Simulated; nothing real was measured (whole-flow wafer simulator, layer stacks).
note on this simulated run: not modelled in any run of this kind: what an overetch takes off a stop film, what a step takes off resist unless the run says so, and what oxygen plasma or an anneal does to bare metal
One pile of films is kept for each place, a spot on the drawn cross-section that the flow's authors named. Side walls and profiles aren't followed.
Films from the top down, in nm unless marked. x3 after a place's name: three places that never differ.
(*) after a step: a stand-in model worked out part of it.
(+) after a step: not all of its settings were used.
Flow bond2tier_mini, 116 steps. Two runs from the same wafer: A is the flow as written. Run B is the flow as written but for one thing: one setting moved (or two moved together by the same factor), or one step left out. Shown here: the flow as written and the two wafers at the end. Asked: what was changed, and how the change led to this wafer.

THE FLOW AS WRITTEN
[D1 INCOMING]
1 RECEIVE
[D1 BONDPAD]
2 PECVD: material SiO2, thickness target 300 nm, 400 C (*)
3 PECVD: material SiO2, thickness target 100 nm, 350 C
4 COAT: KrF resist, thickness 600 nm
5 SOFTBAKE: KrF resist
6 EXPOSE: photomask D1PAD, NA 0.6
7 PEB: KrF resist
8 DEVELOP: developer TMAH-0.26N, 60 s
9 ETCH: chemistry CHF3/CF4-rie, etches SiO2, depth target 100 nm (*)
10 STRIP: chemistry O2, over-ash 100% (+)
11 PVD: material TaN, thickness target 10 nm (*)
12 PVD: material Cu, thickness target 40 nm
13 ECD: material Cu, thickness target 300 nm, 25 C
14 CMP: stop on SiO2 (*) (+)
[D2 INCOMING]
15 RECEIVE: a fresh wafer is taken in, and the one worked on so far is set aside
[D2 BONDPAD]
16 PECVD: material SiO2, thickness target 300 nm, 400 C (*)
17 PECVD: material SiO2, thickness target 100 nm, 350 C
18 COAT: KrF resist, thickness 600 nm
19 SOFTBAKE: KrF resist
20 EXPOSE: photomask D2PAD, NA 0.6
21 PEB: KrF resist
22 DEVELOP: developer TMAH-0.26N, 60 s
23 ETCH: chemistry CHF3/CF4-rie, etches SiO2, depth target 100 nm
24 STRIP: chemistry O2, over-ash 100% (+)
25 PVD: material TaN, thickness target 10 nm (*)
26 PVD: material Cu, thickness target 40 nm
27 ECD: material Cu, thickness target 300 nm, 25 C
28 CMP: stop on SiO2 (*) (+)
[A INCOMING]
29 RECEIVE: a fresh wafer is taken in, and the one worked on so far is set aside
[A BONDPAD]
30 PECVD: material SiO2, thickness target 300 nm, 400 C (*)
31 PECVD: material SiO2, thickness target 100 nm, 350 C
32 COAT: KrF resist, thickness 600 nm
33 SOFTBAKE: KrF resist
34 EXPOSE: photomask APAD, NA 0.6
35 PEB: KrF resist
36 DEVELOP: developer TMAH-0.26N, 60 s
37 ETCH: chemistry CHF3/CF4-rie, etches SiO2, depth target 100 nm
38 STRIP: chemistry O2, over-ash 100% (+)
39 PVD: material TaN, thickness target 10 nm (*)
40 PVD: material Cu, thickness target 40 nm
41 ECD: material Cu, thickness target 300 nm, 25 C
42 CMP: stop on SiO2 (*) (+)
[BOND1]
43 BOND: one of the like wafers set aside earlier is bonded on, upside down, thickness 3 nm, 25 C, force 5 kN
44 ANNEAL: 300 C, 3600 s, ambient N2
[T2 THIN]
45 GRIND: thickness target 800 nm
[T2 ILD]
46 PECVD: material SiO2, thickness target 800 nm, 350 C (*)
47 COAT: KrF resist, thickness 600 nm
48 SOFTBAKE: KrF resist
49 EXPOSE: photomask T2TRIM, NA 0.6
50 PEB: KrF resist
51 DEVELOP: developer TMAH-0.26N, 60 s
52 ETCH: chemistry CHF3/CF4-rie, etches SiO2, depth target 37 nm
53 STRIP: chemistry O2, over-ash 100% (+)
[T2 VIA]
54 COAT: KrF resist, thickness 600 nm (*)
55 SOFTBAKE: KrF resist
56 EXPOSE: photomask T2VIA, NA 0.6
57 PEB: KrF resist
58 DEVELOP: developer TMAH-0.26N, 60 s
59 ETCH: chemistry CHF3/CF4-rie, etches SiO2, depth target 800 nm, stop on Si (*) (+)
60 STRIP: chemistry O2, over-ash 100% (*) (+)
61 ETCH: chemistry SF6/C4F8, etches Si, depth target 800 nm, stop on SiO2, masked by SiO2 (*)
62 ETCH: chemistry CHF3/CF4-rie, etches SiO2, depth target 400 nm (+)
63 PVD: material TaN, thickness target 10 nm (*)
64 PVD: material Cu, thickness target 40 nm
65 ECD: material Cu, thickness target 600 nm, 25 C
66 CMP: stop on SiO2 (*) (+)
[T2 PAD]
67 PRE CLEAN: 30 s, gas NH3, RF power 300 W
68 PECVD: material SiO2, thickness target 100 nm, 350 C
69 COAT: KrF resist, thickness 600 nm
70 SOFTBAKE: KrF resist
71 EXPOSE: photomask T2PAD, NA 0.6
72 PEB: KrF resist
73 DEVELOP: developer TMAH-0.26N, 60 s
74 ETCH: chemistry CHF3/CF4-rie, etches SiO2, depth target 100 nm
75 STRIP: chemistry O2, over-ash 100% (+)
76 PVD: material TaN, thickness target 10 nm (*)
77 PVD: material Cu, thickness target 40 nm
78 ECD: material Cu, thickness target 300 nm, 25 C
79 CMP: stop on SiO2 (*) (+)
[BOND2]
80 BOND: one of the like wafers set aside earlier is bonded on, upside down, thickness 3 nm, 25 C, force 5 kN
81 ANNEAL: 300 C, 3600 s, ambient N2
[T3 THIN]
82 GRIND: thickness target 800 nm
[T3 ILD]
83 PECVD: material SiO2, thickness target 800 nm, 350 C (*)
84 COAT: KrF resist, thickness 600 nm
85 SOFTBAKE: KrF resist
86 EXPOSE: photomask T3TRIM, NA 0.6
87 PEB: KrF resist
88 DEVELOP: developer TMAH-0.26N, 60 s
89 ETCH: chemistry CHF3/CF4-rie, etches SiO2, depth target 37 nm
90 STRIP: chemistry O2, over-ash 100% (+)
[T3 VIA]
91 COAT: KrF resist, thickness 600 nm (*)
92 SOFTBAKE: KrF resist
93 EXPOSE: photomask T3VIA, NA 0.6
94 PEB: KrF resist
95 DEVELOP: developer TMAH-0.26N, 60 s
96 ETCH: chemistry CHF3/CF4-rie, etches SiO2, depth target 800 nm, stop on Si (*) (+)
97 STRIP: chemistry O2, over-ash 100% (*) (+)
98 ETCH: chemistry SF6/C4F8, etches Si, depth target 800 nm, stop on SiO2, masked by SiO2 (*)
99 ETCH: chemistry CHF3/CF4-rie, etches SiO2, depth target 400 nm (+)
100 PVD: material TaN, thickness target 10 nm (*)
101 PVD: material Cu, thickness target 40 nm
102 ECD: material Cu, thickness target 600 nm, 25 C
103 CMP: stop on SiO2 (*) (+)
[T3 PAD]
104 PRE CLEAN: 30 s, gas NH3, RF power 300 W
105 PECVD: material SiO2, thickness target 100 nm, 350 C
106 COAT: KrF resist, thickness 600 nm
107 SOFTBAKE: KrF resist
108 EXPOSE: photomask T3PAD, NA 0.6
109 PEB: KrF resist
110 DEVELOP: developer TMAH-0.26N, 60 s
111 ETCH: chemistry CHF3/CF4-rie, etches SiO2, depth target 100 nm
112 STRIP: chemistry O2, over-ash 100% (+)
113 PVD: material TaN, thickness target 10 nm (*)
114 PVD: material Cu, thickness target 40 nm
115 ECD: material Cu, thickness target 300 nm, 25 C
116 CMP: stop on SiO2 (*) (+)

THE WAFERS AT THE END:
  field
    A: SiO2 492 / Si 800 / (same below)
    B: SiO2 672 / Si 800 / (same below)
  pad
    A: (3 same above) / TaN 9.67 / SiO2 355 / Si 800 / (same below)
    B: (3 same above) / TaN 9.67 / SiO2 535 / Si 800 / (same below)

The cause: step 99, ETCH: depth target 220 nm was run, where the flow has depth target 400 nm.

How the change led to this, step by step:
  99 ETCH: chemistry CHF3/CF4-rie, etches SiO2, depth target 400 nm (+)
      field, pad: A SiO2 -400 | B SiO2 -220
